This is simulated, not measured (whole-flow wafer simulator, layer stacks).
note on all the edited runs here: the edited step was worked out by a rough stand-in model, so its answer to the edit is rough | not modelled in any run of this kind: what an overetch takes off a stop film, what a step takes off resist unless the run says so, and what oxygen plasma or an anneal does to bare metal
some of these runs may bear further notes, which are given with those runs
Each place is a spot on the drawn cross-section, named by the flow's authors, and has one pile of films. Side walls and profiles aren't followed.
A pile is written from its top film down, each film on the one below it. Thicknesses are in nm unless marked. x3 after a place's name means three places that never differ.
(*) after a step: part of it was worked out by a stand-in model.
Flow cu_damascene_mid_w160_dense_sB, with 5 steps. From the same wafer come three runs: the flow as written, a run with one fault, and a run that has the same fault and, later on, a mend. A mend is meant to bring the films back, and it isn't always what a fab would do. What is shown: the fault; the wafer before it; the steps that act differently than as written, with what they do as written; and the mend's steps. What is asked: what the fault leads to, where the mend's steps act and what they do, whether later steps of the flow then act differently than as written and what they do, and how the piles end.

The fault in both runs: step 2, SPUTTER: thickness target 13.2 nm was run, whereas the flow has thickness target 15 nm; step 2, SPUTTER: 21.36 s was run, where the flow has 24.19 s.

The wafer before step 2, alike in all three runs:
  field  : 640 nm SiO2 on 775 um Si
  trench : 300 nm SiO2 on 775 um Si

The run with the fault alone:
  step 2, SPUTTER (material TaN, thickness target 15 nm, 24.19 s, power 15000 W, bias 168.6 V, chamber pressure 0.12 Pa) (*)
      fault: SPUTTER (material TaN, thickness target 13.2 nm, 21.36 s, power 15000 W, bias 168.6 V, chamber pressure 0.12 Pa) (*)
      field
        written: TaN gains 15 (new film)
        fault: TaN gains 13.2 (new film)
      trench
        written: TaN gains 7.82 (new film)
        fault: TaN gains 6.88 (new film)
  None of the later steps of the flow differs from how it acts as written, at any place that is followed, by more than 2% or 0.5 nm, whichever is larger.
  The piles end different from the flow's at field, trench by more than 2% or 0.5 nm, whichever is larger.
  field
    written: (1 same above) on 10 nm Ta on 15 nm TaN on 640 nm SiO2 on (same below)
    fault: (1 same above) on 10 nm Ta on 13.2 nm TaN on 640 nm SiO2 on (same below)
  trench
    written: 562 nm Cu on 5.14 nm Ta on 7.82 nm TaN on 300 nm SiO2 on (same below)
    fault: 561.2 nm Cu on 5.16 nm Ta on 6.88 nm TaN on 300 nm SiO2 on (same below)

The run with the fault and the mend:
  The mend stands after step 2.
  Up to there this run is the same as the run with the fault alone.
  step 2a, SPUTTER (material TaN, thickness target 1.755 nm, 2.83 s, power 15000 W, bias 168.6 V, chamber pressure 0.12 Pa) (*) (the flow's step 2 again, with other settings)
      field
        TaN gains 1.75
      trench
        TaN gains 0.89
  None of the later steps of the flow acts differently than as written at any place that is followed.
  At the end the piles are close to the flow's at the places that both follow, differing by at most 2% or 0.5 nm, whichever is larger.
